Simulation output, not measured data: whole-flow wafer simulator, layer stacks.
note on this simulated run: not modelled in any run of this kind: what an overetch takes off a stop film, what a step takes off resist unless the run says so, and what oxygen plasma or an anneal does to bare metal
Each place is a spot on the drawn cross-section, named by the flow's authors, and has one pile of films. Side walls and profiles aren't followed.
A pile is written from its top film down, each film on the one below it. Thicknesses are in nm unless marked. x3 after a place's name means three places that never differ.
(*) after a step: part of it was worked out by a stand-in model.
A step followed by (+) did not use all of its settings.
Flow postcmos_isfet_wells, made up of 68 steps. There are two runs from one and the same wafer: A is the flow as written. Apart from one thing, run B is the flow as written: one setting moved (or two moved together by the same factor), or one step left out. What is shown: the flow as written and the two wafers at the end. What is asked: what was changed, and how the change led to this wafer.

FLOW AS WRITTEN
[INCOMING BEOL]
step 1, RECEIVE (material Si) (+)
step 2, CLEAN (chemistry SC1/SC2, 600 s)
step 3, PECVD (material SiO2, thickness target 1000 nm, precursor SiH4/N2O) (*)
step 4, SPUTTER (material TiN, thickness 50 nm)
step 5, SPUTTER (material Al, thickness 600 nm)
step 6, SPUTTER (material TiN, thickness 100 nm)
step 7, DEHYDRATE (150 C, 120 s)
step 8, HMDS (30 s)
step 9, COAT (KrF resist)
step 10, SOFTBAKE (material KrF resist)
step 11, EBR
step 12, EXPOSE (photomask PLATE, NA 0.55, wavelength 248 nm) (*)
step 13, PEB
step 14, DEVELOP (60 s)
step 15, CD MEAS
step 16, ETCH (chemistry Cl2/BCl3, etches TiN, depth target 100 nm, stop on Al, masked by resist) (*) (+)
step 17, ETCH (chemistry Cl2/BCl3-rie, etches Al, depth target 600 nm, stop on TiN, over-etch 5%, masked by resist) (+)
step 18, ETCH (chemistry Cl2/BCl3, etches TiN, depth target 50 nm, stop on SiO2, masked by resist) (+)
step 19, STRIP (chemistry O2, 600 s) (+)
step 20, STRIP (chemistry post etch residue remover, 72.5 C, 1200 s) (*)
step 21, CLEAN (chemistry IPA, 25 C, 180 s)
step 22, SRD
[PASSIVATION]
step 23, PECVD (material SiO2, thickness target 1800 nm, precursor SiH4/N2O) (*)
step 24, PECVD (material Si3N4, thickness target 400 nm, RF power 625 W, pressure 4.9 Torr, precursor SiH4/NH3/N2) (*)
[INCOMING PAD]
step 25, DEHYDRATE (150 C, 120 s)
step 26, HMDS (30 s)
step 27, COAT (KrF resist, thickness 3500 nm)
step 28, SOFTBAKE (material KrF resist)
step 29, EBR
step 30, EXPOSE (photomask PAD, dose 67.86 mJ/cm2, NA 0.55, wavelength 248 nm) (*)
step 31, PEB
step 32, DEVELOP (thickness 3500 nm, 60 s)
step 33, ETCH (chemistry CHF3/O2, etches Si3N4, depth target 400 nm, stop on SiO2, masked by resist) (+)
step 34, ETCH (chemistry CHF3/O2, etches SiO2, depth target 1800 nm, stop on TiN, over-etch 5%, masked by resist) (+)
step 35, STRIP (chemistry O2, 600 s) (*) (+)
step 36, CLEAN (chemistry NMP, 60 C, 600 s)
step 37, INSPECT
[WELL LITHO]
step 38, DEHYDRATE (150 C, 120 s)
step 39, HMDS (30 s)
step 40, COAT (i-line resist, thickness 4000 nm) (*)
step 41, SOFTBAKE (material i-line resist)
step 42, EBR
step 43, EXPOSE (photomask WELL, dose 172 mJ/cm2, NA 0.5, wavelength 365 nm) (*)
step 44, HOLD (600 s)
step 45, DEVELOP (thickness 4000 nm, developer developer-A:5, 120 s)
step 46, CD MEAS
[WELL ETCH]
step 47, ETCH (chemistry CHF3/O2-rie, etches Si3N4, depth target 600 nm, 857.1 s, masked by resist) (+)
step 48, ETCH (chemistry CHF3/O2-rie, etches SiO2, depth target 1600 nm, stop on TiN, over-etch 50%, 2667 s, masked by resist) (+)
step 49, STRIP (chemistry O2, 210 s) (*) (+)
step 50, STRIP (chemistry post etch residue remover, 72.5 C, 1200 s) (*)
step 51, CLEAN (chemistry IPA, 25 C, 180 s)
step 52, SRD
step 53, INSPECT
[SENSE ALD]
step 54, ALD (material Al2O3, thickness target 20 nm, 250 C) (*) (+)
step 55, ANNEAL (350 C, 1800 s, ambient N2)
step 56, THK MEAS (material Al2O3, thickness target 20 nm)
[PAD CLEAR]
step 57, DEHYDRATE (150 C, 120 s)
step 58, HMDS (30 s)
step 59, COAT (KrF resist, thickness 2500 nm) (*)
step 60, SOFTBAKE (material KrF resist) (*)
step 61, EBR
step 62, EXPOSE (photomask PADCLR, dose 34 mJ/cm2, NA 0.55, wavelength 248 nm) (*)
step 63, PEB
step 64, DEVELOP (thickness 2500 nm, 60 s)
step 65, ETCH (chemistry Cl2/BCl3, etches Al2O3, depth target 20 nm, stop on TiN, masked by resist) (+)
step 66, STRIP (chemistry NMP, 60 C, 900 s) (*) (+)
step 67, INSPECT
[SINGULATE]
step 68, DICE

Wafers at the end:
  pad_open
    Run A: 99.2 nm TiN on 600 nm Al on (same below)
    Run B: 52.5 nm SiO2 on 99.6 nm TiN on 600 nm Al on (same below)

What caused this: step 33, ETCH: depth target 350 nm was run, whereas the flow has depth target 400 nm.

How this came from the change, step by step:
  step 33, ETCH (chemistry CHF3/O2, etches Si3N4, depth target 400 nm, stop on SiO2, masked by resist) (+)
      pad_open: A Si3N4 loses 400 (all of it) | B Si3N4 loses 350
      field, margin, well900, well1300 x3, pad_rim, pad_clr: A KrF resist loses 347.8 | B KrF resist loses 304.3
  step 34, ETCH (chemistry CHF3/O2, etches SiO2, depth target 1800 nm, stop on TiN, over-etch 5%, masked by resist) (+)
      pad_open: A SiO2 loses 1800 (all of it) | B Si3N4 loses 50 (all of it), SiO2 loses 1747.5
  step 35, STRIP (chemistry O2, 600 s) (*) (+)
      field, margin, well900, well1300 x3, pad_rim, pad_clr: A KrF resist loses 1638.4 (all of it) | B KrF resist loses 1681.9 (all of it)
  step 41, SOFTBAKE (material i-line resist)
      pad_clr: A i-line resist loses 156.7 | B i-line resist loses 151.4
